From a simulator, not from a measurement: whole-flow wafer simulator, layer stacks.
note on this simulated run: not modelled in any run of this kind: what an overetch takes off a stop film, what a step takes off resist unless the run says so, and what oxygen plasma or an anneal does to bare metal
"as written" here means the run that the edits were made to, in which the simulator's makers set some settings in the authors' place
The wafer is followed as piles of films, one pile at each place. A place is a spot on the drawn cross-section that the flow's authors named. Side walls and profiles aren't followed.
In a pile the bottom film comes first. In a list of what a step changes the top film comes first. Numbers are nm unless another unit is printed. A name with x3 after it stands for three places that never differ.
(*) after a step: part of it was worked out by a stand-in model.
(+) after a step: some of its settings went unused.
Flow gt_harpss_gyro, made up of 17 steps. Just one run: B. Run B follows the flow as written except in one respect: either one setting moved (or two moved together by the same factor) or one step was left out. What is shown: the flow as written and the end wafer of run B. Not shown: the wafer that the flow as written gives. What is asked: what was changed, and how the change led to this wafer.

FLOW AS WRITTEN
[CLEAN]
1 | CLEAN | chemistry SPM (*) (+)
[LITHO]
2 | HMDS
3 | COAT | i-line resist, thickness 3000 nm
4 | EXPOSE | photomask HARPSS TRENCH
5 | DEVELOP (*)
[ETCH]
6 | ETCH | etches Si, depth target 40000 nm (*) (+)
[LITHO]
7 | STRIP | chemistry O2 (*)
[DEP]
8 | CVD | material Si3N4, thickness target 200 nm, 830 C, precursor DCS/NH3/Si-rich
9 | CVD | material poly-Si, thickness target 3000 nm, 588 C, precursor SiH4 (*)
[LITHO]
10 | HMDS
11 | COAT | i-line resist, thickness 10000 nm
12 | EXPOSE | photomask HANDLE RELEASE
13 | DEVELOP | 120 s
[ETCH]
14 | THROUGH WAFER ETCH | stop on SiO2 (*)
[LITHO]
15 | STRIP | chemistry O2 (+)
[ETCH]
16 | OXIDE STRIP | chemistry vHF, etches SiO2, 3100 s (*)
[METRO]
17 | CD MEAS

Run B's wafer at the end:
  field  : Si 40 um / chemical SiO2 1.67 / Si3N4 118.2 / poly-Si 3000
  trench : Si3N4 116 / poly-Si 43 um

Cause: step 8, CVD: thickness target 118.2 nm was run, while the flow as written has thickness target 200 nm.
The wafer itself shows it: field has Si3N4 118.2, and step 8 as written asks for 200 nm.

How this came from the change, step by step:
  8 | CVD | material Si3N4, thickness target 200 nm, 830 C, precursor DCS/NH3/Si-rich
      field: +118.2 Si3N4 (new film) (in the flow as written it would be: +200 Si3N4 (new film))
      trench: +116 Si3N4 (new film) (in the flow as written it would be: +195.9 Si3N4 (new film))
  9 | CVD | material poly-Si, thickness target 3000 nm, 588 C, precursor SiH4 (*)
      trench: +43 um poly-Si (new film) (in the flow as written it would be: +43.01 um poly-Si (new film))
